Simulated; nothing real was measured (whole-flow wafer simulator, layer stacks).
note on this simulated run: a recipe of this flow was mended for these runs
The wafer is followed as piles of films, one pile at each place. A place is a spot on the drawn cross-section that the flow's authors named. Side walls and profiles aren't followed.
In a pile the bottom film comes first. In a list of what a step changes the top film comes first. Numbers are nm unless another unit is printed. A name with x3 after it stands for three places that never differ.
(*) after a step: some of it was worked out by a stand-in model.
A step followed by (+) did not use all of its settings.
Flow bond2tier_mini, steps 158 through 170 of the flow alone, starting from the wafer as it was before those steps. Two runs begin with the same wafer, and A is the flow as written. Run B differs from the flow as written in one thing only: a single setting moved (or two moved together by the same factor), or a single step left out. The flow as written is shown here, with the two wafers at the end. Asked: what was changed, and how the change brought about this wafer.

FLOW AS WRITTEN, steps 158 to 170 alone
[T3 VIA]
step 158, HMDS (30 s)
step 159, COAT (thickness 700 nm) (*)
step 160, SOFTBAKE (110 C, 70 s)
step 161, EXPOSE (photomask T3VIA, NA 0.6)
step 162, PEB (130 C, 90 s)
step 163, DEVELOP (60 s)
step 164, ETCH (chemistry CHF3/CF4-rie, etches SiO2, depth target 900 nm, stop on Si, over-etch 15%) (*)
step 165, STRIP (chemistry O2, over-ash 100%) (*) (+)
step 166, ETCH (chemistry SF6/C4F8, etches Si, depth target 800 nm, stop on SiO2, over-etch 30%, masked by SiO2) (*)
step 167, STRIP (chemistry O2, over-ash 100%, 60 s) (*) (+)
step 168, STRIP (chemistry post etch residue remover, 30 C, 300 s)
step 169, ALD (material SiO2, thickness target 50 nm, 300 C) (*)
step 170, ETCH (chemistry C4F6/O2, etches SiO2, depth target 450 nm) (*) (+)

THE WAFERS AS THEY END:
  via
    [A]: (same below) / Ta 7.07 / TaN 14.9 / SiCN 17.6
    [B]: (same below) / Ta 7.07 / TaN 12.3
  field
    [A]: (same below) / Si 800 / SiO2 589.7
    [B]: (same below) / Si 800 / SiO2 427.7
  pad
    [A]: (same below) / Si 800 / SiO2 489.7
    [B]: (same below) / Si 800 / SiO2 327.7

The reason: step 170, ETCH: depth target 612 nm was run, whereas the flow has depth target 450 nm.

The path from the change to this, step by step:
  step 170, ETCH (chemistry C4F6/O2, etches SiO2, depth target 450 nm) (*) (+)
      via: A -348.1 SiO2 (all of it), -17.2 SiCN | B -348.1 SiO2 (all of it), -34.8 SiCN (all of it), -2.61 TaN
      field, pad: A -450 SiO2 | B -612 SiO2
